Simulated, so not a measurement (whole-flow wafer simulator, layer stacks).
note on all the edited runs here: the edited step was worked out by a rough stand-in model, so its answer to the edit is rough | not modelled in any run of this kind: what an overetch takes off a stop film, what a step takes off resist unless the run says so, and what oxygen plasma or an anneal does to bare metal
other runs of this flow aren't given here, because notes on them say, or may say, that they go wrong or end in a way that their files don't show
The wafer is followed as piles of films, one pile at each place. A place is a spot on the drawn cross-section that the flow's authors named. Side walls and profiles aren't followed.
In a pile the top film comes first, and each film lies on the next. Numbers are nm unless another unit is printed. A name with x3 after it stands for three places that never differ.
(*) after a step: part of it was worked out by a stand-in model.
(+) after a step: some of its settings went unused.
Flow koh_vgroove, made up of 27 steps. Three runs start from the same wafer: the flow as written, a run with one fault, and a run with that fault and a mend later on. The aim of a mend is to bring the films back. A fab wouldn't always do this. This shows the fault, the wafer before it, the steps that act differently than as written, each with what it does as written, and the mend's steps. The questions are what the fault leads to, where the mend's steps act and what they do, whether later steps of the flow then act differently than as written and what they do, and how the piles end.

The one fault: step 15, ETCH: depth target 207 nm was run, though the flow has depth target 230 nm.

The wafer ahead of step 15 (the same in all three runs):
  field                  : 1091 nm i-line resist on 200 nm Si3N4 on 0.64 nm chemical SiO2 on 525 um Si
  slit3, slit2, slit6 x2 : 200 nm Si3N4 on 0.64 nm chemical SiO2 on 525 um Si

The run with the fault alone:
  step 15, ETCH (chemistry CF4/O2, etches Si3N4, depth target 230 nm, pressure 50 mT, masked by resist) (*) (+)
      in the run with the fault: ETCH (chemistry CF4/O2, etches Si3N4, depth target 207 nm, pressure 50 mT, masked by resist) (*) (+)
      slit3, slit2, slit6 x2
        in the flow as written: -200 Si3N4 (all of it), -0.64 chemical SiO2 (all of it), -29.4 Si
        in the run with the fault: -200 Si3N4 (all of it), -0.64 chemical SiO2 (all of it), -6.36 Si
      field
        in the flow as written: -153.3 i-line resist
        in the run with the fault: -138 i-line resist
  None of the later steps of the flow differs from how it acts as written, at any place that is followed, by more than 2% or 0.5 nm, whichever is larger.
  At the end the piles are close to the flow's at the places that both follow, differing by at most 2% or 0.5 nm, whichever is larger.

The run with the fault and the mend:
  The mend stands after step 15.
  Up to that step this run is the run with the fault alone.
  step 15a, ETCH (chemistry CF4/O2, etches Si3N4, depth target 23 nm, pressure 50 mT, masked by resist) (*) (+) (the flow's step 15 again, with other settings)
      slit3, slit2, slit6 x2
        -23 Si
      field
        -15.3 i-line resist
  None of the later steps of the flow acts differently than as written at any place that is followed.
  The piles end the same as the flow's at every place that both follow.
